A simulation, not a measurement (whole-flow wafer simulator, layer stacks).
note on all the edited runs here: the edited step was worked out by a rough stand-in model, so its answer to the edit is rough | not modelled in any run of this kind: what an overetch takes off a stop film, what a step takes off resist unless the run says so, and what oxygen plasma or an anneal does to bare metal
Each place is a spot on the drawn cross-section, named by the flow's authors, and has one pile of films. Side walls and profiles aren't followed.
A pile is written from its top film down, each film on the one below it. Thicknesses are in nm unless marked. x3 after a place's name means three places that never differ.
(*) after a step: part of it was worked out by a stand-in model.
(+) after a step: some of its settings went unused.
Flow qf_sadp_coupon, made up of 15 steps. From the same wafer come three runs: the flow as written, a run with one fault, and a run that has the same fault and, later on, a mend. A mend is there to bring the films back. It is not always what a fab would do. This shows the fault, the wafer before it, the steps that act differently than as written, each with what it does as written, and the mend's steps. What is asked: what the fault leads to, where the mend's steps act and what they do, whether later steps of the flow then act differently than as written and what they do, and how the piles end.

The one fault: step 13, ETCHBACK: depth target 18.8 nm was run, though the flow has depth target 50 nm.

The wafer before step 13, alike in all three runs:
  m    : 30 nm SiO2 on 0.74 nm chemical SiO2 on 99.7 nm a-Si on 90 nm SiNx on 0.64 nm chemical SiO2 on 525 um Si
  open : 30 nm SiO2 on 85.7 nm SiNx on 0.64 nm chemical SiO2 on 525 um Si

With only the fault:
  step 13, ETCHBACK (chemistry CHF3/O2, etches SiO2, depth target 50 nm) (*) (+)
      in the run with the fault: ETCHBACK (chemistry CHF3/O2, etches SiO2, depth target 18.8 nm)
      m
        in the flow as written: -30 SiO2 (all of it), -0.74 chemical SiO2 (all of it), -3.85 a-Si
        in the run with the fault: -18.8 SiO2
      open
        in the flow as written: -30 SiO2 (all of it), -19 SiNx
        in the run with the fault: -18.8 SiO2
  Steps further on in the flow that do not act as written:
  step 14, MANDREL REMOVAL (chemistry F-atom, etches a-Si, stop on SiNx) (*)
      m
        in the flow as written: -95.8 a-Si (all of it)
        in the run with the fault: nothing
  At m, open, the piles at the end differ from the flow's by more than 2% or 0.5 nm, whichever is larger.
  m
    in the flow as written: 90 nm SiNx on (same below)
    in the run with the fault: 11.2 nm SiO2 on 0.74 nm chemical SiO2 on 99.7 nm a-Si on 90 nm SiNx on (same below)
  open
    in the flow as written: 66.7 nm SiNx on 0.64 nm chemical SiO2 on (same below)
    in the run with the fault: 11.2 nm SiO2 on 85.7 nm SiNx on 0.64 nm chemical SiO2 on (same below)

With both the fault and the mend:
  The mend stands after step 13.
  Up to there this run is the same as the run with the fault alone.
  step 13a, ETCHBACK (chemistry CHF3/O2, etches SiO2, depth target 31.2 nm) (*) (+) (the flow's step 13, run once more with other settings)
      m
        -11.2 SiO2 (all of it), -0.74 chemical SiO2 (all of it), -3.85 a-Si
      open
        -11.2 SiO2 (all of it), -19 SiNx
  Later steps of the flow that are run all act as written at every place that is followed.
  The piles end the same as the flow's at every place that both follow.
